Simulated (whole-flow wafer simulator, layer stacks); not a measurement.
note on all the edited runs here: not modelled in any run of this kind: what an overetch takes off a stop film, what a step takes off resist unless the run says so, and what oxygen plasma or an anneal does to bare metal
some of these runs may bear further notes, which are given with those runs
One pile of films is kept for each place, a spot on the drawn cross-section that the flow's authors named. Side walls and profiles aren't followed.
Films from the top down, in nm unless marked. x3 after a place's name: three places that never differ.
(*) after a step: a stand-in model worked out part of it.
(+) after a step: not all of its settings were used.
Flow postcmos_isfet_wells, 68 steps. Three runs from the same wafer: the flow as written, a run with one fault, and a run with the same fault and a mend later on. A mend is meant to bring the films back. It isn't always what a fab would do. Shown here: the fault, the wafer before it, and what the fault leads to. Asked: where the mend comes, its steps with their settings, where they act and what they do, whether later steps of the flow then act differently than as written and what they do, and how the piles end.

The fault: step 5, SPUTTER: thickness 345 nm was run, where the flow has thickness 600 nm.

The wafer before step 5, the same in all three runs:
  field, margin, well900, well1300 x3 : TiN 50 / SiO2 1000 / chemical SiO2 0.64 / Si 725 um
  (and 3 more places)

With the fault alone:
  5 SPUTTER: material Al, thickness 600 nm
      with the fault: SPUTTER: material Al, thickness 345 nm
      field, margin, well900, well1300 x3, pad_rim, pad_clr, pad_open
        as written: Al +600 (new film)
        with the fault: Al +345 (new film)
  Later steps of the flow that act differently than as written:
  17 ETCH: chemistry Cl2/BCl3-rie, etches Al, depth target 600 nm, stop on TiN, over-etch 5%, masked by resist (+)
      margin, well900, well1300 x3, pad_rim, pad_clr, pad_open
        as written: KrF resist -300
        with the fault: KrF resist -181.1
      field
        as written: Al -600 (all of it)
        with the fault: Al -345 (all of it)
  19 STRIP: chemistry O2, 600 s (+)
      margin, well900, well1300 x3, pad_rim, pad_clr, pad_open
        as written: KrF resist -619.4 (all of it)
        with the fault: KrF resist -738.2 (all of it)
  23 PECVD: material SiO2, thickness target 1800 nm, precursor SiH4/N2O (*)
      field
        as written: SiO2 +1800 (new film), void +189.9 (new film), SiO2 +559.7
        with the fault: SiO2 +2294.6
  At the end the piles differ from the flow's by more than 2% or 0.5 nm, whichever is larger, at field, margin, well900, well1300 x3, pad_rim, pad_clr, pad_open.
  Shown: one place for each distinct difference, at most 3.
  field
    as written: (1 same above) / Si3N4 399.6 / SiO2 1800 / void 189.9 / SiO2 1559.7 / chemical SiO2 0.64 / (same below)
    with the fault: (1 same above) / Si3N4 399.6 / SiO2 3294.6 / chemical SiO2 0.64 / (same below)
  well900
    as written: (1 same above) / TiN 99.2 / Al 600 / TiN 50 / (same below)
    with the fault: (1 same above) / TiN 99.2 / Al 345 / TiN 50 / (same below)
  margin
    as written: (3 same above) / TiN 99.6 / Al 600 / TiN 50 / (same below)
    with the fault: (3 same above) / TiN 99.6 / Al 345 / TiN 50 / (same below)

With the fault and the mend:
  The mend comes after step 5.
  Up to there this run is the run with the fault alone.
  5a SPUTTER: material Al, thickness 255 nm (the flow's step 5 once more, with other settings)
      field, margin, well900, well1300 x3, pad_rim, pad_clr, pad_open
        Al +255
  No later step of the flow acts differently than as written at any place that is followed.
  At the end the piles are the same as the flow's at every place that both follow.
